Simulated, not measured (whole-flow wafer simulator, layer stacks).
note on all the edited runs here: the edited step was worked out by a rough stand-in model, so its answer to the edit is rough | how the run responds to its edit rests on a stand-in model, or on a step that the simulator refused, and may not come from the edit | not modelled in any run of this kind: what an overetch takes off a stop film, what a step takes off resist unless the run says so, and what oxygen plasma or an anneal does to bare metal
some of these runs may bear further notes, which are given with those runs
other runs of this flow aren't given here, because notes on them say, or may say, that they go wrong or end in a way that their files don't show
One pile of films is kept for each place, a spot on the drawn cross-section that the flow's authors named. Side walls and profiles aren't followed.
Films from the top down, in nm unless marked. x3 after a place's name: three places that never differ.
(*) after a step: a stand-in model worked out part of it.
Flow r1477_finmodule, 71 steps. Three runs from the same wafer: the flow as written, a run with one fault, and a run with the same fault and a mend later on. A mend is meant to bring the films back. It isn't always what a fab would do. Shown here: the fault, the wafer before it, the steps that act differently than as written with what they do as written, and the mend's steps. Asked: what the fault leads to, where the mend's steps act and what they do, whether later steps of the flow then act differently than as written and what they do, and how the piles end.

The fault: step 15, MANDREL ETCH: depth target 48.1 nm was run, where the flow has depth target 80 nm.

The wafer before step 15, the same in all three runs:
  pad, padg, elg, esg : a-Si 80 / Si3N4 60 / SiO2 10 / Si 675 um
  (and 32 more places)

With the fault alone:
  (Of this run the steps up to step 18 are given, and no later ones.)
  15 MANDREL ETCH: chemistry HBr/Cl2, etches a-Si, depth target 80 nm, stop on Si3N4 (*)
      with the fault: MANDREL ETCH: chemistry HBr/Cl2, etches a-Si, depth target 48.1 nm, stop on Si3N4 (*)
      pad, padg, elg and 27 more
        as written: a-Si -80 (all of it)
        with the fault: a-Si -48.1
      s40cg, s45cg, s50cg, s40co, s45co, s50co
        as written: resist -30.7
        with the fault: resist -18.4
  Later steps of the flow that act differently than as written:
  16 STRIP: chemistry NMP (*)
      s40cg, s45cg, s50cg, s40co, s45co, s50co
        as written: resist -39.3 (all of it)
        with the fault: resist -51.6 (all of it)
  After step 18 the piles differ from the flow's by more than 2% or 0.5 nm, whichever is larger, at pad, padg, elg and 27 more.
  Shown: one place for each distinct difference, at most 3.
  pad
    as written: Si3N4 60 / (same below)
    with the fault: a-Si 31.9 / Si3N4 60 / (same below)

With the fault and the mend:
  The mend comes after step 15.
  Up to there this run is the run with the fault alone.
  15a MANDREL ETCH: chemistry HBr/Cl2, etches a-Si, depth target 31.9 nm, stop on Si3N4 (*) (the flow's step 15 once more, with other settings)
      pad, padg, elg and 27 more
        a-Si -31.9 (all of it)
      s40cg, s45cg, s50cg, s40co, s45co, s50co
        resist -12.2
  No later step of the flow acts differently than as written at any place that is followed.
  At the end the piles are the same as the flow's at every place that both follow.
